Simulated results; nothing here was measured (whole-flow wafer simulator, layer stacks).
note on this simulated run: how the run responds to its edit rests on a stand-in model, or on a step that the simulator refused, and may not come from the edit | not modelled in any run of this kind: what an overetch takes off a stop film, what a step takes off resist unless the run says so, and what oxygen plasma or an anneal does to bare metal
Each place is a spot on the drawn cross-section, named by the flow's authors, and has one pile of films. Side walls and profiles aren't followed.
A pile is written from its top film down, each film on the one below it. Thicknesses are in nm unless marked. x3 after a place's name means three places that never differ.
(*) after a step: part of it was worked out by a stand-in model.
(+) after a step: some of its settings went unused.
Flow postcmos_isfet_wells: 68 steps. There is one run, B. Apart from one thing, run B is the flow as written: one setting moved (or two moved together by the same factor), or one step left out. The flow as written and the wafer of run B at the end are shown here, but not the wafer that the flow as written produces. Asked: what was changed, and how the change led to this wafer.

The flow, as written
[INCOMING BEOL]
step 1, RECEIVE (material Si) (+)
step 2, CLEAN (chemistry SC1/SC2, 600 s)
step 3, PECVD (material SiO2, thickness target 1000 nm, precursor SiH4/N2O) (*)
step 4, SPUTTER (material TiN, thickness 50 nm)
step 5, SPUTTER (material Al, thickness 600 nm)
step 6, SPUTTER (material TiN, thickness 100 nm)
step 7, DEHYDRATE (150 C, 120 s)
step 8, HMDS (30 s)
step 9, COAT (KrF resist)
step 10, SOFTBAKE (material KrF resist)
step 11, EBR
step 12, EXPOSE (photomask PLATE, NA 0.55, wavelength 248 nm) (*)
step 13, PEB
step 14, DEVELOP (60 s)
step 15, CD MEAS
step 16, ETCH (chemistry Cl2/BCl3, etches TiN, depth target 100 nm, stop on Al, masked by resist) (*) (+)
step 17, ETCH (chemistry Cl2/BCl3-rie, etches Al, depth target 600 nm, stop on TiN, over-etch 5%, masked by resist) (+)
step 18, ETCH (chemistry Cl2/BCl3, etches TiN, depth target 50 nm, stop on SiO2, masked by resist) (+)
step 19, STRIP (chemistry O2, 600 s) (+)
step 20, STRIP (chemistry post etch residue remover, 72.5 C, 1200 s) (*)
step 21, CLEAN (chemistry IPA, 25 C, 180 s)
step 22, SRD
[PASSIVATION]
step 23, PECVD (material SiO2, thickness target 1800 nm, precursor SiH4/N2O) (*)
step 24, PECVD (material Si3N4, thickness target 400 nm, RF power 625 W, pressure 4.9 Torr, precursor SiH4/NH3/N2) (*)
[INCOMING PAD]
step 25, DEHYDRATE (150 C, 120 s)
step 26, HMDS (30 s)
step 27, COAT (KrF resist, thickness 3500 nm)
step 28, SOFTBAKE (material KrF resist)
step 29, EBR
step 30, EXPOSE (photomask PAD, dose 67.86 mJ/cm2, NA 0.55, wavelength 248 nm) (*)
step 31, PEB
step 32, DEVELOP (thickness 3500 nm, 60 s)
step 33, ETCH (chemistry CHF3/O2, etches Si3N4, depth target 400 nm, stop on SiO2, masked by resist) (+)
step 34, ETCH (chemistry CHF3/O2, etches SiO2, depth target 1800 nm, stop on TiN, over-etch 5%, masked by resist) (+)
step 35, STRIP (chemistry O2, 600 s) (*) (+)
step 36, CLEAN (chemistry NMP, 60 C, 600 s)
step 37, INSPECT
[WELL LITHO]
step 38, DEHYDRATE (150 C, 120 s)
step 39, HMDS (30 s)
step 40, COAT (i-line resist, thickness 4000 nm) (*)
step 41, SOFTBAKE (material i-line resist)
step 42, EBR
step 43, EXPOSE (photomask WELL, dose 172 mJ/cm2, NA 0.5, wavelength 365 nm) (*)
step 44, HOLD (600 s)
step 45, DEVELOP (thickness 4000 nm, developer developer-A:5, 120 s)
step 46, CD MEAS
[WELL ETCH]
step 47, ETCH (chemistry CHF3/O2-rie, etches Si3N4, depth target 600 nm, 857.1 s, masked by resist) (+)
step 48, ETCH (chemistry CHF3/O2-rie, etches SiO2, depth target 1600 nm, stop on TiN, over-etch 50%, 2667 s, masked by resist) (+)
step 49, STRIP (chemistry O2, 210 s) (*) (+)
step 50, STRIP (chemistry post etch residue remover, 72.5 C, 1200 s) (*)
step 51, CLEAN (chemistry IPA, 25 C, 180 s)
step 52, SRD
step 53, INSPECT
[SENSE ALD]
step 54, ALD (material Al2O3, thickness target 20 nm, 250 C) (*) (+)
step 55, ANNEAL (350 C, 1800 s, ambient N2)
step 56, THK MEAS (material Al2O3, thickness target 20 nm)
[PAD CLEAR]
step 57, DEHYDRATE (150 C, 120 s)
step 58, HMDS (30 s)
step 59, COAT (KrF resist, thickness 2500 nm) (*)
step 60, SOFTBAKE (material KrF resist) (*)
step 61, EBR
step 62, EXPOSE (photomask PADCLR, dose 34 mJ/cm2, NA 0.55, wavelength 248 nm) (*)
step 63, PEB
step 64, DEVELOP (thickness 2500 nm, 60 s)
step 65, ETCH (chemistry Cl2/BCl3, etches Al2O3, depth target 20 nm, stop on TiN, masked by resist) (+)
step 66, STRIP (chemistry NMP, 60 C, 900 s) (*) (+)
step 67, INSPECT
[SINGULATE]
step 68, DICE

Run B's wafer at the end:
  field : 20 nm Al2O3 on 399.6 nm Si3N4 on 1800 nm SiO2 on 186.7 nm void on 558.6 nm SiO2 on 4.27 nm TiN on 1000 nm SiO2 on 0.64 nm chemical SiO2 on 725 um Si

What caused this: step 18, ETCH: depth target 45.31 nm was run, while the flow as written has depth target 50 nm.

Step by step, how the change led to this:
  step 18, ETCH (chemistry Cl2/BCl3, etches TiN, depth target 50 nm, stop on SiO2, masked by resist) (+)
      field: TiN loses 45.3 (as written it would have been: TiN loses 50 (all of it))
      margin, well900, well1300, well2000, well3000, pad_rim, pad_clr, pad_open: KrF resist loses 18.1 (as written it would have been: KrF resist loses 20)
  step 23, PECVD (material SiO2, thickness target 1800 nm, precursor SiH4/N2O) (*)
      field: SiO2 gains 1800 (new film), void gains 186.7 (new film), SiO2 gains 558.6 (new film) (as written it would have been: SiO2 gains 1800 (new film), void gains 189.9 (new film), SiO2 gains 559.7)
Taking metal films that touch as one body, field has 1 body; the flow as written gives 0 bodies.
